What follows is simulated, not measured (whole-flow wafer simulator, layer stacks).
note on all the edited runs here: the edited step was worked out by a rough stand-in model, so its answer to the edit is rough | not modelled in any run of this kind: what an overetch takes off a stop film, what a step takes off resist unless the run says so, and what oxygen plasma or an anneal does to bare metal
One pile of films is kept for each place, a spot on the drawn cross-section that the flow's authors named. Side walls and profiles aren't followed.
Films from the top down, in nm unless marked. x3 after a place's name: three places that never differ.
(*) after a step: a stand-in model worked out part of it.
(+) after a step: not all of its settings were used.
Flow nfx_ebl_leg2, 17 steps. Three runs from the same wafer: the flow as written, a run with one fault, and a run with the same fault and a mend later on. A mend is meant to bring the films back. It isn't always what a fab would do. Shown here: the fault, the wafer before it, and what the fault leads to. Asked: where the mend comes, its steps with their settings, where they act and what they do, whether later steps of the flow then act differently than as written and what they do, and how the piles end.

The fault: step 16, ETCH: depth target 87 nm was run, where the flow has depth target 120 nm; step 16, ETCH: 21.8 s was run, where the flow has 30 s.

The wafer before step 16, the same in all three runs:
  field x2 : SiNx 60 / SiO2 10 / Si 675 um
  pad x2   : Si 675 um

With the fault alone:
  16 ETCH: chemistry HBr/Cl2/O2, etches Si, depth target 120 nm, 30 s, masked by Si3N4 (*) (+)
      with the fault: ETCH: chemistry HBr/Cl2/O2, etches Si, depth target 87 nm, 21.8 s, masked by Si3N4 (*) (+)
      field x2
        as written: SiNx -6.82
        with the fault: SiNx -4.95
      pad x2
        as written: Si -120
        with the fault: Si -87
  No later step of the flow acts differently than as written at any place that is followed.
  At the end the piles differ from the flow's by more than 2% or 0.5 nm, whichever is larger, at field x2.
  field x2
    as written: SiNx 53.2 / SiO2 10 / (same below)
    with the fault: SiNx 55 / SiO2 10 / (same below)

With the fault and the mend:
  The mend comes after step 17.
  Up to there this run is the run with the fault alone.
  17a ETCH: chemistry HBr/Cl2/O2, etches Si, depth target 33 nm, 8.25 s, masked by Si3N4 (*) (+) (the flow's step 16 once more, with other settings)
      field x2
        SiNx -1.88
      pad x2
        Si -33
  No later step of the flow acts differently than as written at any place that is followed.
  At the end the piles are the same as the flow's at every place that both follow.
